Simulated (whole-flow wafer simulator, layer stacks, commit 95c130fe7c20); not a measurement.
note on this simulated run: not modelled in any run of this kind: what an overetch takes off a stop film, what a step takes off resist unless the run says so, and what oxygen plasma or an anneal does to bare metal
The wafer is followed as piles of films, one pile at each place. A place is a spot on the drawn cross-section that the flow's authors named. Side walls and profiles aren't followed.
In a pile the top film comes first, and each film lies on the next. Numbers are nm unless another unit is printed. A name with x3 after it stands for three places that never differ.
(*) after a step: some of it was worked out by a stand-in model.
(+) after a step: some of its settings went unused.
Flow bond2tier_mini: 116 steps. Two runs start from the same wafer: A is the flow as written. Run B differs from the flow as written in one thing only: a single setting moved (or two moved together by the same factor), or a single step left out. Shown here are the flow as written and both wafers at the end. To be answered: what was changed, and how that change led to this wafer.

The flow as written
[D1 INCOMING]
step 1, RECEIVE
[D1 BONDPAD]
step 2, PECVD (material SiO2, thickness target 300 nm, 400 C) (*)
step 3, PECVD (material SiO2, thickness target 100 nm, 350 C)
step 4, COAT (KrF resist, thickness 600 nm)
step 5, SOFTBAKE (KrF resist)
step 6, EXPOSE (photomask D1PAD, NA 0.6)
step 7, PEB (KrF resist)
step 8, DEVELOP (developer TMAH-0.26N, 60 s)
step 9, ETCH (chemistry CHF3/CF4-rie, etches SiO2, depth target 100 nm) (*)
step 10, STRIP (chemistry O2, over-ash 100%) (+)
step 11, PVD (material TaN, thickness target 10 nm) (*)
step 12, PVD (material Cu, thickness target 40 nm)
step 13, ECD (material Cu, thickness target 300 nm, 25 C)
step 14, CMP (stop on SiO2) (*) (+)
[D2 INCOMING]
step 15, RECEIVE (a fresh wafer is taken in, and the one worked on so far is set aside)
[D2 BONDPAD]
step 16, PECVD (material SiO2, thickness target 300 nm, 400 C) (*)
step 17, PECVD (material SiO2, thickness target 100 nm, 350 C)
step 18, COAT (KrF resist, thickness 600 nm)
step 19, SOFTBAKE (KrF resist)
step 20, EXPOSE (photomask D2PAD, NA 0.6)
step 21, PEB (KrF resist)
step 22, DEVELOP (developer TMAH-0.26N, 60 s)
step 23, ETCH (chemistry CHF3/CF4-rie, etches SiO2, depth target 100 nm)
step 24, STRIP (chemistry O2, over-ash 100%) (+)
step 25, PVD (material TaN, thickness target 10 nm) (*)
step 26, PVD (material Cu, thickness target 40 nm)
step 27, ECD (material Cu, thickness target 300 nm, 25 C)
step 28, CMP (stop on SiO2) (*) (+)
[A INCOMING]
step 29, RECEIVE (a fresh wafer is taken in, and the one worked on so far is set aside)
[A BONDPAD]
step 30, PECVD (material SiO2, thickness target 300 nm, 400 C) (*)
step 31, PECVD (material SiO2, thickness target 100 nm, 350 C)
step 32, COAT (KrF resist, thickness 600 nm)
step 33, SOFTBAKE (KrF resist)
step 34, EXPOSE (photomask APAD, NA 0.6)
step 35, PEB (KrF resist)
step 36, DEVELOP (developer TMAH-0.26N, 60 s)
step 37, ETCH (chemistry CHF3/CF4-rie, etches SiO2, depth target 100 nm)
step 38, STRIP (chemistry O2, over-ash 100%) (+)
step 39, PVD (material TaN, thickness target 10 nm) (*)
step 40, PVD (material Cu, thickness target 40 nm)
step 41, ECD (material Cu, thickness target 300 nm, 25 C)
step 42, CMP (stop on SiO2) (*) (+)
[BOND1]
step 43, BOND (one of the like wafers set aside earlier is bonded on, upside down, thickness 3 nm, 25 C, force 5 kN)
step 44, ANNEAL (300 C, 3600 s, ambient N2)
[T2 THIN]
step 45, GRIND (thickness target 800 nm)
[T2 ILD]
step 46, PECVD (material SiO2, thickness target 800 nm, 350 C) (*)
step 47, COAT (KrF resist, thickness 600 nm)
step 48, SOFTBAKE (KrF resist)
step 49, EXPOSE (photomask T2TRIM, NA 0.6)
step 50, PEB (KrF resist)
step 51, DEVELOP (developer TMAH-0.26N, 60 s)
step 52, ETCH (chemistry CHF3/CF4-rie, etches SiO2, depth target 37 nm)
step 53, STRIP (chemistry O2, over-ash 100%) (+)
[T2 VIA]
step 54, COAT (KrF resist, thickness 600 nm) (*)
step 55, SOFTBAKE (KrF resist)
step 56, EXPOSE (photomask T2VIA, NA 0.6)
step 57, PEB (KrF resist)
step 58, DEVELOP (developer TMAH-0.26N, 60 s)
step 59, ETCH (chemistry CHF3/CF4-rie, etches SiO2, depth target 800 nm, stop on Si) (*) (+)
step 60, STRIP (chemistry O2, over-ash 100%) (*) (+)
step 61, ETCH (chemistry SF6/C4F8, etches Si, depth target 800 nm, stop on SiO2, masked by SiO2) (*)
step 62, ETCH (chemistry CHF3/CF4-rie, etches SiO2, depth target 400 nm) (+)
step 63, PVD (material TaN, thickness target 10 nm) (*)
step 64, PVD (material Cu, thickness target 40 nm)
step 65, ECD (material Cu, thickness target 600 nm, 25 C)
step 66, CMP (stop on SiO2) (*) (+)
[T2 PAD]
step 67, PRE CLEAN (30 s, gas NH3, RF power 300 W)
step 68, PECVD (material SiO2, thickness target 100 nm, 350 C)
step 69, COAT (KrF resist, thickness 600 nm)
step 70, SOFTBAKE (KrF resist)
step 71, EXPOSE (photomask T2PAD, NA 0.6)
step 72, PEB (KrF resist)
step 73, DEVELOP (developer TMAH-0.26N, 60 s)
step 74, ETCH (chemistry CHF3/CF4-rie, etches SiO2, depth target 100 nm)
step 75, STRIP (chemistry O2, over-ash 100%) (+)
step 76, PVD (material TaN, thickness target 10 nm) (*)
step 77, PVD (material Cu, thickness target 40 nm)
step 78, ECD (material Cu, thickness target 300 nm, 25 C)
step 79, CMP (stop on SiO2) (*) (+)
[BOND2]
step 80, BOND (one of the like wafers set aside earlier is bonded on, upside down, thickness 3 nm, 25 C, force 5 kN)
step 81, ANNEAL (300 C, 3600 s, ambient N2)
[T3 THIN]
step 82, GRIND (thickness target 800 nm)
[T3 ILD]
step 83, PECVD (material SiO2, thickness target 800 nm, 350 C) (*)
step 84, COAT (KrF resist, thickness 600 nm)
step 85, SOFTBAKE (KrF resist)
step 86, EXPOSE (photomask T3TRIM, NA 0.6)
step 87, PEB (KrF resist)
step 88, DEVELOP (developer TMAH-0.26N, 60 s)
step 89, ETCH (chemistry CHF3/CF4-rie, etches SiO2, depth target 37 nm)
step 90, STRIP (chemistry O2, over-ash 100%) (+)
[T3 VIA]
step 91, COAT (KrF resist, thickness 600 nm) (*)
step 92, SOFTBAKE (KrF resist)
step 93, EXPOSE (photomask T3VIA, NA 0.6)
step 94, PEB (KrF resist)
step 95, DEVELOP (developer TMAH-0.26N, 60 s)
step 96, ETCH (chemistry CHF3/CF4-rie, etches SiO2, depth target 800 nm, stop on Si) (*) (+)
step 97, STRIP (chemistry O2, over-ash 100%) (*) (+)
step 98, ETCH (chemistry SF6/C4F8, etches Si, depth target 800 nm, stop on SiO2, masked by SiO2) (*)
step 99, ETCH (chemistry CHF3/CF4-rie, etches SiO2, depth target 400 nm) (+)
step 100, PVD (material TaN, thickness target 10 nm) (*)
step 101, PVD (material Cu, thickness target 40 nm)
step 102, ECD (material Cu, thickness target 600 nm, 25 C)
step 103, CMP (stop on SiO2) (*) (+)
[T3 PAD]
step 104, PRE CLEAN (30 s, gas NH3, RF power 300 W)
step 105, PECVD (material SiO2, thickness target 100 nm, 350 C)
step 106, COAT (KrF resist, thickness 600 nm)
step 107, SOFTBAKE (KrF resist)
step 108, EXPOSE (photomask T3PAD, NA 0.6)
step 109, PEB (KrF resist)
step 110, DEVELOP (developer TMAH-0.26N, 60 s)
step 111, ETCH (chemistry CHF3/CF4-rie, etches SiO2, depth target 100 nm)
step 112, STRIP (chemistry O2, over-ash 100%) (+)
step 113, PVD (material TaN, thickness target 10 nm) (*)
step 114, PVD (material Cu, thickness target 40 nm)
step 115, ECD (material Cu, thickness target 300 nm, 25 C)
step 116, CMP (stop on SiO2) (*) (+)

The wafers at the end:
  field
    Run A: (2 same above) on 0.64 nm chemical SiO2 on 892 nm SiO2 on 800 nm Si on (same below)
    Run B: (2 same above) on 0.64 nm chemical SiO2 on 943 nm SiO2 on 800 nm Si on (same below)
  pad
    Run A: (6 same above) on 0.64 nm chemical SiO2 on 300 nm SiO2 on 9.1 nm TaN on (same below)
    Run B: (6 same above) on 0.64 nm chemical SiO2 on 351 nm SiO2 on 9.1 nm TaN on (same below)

The reason: step 17, PECVD: thickness target 151 nm was run, while the flow as written has thickness target 100 nm.

Step by step, how the change led to this:
  step 17, PECVD (material SiO2, thickness target 100 nm, 350 C)
      field, pad, via: A SiO2 gains 100 | B SiO2 gains 151
  step 80, BOND (one of the like wafers set aside earlier is bonded on, upside down, thickness 3 nm, 25 C, force 5 kN)
      field: A Si gains 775 um (new film), chemical SiO2 gains 0.64 (new film), SiO2 gains 400 | B Si gains 775 um (new film), chemical SiO2 gains 0.64 (new film), SiO2 gains 451
      pad: A Si gains 775 um (new film), chemical SiO2 gains 0.64 (new film), SiO2 gains 300 (new film), TaN gains 9.1 (new film), Cu gains 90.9 | B Si gains 775 um (new film), chemical SiO2 gains 0.64 (new film), SiO2 gains 351 (new film), TaN gains 9.1 (new film), Cu gains 90.9
